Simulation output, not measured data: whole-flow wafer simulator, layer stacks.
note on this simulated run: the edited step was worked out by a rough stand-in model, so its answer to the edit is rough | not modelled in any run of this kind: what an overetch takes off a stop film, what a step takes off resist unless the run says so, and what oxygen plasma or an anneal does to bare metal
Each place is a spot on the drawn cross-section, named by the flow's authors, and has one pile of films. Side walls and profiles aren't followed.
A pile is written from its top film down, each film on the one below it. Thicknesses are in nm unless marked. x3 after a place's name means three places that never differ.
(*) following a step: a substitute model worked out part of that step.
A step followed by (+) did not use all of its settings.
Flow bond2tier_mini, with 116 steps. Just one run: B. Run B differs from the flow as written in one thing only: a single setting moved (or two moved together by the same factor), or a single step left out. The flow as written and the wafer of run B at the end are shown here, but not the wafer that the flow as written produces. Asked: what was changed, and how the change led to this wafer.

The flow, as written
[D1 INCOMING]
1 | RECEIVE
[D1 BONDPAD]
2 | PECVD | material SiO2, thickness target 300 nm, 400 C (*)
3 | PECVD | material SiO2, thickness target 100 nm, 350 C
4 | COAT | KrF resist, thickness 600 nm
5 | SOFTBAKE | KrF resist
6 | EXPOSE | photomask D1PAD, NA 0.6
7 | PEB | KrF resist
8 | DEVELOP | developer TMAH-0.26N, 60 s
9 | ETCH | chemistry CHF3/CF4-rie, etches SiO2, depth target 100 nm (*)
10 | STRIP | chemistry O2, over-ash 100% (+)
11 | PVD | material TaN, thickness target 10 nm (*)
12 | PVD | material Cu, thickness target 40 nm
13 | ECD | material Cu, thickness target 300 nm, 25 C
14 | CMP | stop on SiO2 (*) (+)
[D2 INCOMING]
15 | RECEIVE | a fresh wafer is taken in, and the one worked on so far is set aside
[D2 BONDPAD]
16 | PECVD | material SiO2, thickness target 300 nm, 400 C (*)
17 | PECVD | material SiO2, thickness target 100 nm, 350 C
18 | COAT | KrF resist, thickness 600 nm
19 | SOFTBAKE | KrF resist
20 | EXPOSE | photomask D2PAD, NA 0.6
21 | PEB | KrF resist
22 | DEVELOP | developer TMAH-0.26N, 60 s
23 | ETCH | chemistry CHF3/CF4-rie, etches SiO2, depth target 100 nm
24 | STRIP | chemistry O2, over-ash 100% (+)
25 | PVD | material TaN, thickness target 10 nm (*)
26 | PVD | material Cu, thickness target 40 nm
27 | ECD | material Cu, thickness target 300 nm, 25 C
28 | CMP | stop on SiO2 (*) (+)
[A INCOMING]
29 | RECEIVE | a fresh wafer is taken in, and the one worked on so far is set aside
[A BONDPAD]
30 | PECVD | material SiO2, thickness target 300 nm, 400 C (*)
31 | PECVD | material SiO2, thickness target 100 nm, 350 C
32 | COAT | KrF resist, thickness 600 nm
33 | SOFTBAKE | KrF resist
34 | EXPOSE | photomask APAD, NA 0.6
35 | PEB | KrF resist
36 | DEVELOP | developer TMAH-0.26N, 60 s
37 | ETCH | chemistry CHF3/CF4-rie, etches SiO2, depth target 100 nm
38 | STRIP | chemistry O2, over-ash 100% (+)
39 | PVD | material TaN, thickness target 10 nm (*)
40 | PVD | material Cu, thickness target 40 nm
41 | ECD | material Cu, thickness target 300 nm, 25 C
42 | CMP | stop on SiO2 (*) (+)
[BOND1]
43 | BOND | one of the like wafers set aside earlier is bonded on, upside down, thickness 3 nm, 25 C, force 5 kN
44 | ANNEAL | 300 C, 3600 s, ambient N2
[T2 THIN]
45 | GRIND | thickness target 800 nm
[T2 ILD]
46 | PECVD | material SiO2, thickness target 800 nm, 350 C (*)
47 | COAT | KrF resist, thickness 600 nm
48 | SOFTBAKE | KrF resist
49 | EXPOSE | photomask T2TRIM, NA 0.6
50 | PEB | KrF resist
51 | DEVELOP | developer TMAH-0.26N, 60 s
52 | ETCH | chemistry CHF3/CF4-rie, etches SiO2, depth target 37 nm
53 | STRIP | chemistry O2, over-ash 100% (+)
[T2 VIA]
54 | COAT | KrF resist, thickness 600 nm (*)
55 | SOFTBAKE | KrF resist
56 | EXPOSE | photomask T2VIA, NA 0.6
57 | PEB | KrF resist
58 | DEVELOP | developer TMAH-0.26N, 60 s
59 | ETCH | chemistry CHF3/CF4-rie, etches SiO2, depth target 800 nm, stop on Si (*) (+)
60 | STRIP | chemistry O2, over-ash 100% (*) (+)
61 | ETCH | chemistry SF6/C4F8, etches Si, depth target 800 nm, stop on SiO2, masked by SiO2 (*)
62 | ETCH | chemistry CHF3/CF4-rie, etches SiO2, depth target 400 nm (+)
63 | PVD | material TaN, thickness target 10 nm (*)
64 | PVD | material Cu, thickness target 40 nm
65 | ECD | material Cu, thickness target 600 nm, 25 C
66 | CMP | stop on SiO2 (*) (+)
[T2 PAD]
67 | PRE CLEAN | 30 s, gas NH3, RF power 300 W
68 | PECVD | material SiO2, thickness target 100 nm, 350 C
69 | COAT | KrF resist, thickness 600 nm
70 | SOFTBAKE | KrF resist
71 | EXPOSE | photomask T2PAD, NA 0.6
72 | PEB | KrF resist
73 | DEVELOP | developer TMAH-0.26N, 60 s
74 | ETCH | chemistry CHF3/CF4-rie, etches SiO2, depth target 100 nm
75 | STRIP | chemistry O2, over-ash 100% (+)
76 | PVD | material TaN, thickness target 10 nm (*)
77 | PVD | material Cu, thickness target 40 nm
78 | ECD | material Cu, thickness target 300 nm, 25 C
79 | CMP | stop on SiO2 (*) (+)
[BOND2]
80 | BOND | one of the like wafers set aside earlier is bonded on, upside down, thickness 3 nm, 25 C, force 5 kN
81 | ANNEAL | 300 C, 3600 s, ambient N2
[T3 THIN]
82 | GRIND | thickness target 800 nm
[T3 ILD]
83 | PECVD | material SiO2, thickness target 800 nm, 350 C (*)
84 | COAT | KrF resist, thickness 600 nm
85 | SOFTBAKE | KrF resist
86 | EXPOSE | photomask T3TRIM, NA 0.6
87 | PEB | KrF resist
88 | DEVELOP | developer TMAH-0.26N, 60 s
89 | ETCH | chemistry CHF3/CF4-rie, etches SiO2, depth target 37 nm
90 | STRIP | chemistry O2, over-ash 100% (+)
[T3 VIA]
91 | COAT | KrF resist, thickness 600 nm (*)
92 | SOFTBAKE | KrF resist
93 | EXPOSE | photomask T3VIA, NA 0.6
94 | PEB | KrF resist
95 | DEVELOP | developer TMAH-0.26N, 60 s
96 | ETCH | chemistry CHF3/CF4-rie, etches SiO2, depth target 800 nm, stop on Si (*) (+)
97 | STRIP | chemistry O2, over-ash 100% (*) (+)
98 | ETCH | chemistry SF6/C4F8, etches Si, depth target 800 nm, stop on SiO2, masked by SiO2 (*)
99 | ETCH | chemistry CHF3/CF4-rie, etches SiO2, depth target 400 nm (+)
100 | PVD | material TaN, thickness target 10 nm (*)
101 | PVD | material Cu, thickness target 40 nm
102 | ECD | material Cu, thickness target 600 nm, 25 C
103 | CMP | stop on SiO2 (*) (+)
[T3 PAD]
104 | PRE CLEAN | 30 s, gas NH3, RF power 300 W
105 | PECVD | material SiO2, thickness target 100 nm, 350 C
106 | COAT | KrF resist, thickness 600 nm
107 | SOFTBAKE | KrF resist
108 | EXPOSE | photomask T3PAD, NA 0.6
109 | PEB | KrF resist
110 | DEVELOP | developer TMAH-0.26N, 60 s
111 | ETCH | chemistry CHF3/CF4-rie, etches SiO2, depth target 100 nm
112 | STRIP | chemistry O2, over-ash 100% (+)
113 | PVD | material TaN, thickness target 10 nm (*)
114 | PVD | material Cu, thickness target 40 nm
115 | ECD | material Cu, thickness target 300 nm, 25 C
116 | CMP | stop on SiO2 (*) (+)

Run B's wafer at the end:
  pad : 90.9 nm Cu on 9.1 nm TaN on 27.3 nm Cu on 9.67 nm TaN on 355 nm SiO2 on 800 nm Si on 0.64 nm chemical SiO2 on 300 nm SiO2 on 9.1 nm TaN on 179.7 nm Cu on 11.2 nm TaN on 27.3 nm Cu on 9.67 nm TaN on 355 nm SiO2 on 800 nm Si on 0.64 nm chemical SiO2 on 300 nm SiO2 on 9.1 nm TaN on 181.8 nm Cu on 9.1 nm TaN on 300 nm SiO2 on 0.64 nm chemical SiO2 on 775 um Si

The reason: step 76, PVD: thickness target 12.3 nm was run, while the flow as written has thickness target 10 nm.

How this came from the change, step by step:
  76 | PVD | material TaN, thickness target 10 nm (*)
      field: +12.3 TaN (new film) (as written it would have been: +10 TaN (new film))
      pad: +11.2 TaN (new film) (as written it would have been: +9.1 TaN (new film))
  79 | CMP | stop on SiO2 (*) (+)
      field: -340 Cu (all of it), -12.3 TaN (all of it) (as written it would have been: -340 Cu (all of it), -10 TaN (all of it))
